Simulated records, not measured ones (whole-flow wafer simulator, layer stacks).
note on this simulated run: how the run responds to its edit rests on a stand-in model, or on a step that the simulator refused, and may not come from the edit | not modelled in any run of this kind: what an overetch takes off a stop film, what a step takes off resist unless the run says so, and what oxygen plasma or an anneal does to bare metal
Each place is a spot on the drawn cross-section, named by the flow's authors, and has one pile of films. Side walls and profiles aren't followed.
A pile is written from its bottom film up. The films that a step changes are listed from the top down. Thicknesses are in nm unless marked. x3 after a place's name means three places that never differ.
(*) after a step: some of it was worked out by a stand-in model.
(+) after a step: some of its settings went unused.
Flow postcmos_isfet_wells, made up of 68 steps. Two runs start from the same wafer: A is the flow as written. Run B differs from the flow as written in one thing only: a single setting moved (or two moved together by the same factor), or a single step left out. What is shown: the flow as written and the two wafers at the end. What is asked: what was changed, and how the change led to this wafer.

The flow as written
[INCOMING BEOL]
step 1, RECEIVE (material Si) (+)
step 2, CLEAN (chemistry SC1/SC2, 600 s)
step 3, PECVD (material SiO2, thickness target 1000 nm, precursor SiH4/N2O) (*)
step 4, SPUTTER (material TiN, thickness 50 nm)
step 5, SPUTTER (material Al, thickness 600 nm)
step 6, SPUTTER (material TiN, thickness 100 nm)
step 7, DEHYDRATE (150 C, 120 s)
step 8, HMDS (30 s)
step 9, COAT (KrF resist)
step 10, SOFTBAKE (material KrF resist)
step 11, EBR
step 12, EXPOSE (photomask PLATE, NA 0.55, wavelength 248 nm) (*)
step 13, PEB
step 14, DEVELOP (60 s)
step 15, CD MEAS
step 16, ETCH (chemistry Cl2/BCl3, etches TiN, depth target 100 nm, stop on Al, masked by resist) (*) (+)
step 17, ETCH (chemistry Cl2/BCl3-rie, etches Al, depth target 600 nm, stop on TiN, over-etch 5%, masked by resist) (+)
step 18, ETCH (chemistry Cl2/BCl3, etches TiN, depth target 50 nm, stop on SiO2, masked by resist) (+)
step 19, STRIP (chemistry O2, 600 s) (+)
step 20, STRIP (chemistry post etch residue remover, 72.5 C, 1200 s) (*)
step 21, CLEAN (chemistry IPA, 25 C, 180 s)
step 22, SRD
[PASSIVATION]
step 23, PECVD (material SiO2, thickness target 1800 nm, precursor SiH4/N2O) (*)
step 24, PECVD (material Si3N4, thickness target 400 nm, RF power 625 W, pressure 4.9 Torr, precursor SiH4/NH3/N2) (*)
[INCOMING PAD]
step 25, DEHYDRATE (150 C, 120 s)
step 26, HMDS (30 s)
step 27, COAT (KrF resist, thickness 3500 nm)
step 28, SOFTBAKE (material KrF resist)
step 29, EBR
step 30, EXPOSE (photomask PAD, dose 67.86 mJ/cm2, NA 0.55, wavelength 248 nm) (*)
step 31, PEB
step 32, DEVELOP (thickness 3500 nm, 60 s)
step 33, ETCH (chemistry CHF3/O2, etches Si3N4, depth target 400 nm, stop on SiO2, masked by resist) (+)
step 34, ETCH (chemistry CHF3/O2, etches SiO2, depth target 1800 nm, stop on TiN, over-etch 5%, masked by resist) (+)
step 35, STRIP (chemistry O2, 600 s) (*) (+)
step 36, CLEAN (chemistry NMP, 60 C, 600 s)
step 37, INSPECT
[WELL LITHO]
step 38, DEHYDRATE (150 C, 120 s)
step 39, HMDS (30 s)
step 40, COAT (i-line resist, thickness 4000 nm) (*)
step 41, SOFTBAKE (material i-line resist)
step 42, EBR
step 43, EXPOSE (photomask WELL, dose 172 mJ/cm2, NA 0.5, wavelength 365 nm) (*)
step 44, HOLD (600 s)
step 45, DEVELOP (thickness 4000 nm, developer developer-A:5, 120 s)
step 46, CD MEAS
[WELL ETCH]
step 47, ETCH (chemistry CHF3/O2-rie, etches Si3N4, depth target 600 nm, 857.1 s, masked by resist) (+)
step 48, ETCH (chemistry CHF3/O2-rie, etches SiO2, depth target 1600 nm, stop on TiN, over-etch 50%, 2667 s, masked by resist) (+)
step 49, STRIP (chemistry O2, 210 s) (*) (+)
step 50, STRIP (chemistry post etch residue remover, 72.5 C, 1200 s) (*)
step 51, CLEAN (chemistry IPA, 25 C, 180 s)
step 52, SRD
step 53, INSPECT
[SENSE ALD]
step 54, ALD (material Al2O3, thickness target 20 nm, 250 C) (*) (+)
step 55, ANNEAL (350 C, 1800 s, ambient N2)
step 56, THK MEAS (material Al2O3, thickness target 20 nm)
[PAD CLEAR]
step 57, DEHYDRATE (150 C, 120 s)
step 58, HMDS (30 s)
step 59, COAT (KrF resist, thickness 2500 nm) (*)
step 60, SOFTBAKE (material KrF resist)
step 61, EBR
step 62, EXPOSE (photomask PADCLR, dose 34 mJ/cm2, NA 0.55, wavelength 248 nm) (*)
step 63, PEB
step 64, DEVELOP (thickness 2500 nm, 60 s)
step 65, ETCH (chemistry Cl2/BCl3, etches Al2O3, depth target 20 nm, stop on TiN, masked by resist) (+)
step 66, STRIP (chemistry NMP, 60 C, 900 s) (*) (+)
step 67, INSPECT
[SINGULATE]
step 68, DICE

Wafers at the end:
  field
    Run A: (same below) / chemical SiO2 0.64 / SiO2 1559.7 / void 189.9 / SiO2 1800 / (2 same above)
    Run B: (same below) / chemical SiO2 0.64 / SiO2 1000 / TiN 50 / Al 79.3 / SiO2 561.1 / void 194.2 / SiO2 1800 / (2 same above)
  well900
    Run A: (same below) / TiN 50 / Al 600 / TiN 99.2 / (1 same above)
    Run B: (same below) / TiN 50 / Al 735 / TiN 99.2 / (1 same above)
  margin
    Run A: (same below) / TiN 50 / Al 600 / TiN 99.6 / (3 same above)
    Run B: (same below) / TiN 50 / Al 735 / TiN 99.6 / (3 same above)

The reason: step 5, SPUTTER: thickness 735 nm was run, while the flow as written has thickness 600 nm.
The wafer itself shows it: well900 has Al 735, and step 5 as written asks for 600 nm.

The path from the change to this, step by step:
  step 5, SPUTTER (material Al, thickness 600 nm)
      field, margin, well900, well1300 x3, pad_rim, pad_clr, pad_open: A +600 Al (new film) | B +735 Al (new film)
  step 17, ETCH (chemistry Cl2/BCl3-rie, etches Al, depth target 600 nm, stop on TiN, over-etch 5%, masked by resist) (+)
      field: A -600 Al (all of it) | B -600 Al
  step 18, ETCH (chemistry Cl2/BCl3, etches TiN, depth target 50 nm, stop on SiO2, masked by resist) (+)
      field: A -50 TiN (all of it) | B -50 Al
  step 20, STRIP (chemistry post etch residue remover, 72.5 C, 1200 s) (*)
      field: A nothing | B -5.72 Al
  step 23, PECVD (material SiO2, thickness target 1800 nm, precursor SiH4/N2O) (*)
      field: A +1800 SiO2 (new film), +189.9 void (new film), +559.7 SiO2 | B +1800 SiO2 (new film), +194.2 void (new film), +561.1 SiO2 (new film)
With metal films that touch counted as one body, field has 1 body; the flow as written gives 0 bodies.
